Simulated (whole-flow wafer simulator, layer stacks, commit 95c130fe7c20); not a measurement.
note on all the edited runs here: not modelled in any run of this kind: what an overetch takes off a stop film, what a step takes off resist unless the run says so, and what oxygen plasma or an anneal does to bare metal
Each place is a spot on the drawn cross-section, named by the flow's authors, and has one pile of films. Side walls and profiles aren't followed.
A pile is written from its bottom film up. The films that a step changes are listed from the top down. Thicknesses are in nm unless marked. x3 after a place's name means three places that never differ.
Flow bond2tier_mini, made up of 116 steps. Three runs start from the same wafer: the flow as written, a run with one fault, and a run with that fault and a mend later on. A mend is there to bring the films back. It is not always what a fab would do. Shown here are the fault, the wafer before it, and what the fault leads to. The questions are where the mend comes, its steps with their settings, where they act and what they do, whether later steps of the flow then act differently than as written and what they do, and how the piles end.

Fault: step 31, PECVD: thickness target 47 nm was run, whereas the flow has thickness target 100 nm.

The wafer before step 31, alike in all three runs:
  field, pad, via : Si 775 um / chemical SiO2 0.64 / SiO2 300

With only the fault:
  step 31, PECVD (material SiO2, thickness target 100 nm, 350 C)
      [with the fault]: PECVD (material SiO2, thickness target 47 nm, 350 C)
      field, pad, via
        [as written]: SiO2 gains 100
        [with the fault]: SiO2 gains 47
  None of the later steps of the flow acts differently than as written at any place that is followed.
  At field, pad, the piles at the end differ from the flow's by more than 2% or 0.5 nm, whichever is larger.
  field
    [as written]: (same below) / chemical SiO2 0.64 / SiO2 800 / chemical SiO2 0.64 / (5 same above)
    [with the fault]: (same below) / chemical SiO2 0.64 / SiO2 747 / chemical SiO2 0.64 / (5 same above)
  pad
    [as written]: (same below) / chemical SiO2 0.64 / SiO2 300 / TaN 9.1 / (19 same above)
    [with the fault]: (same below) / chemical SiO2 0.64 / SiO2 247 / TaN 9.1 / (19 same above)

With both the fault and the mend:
  After step 31 comes the mend.
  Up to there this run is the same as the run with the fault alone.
  step 31a, PECVD (material SiO2, thickness target 53 nm, 350 C) (the flow's step 31, run once more with other settings)
      field, pad, via
        SiO2 gains 53
  None of the later steps of the flow acts differently than as written at any place that is followed.
  By the end, the piles equal the flow's at every place that both follow.
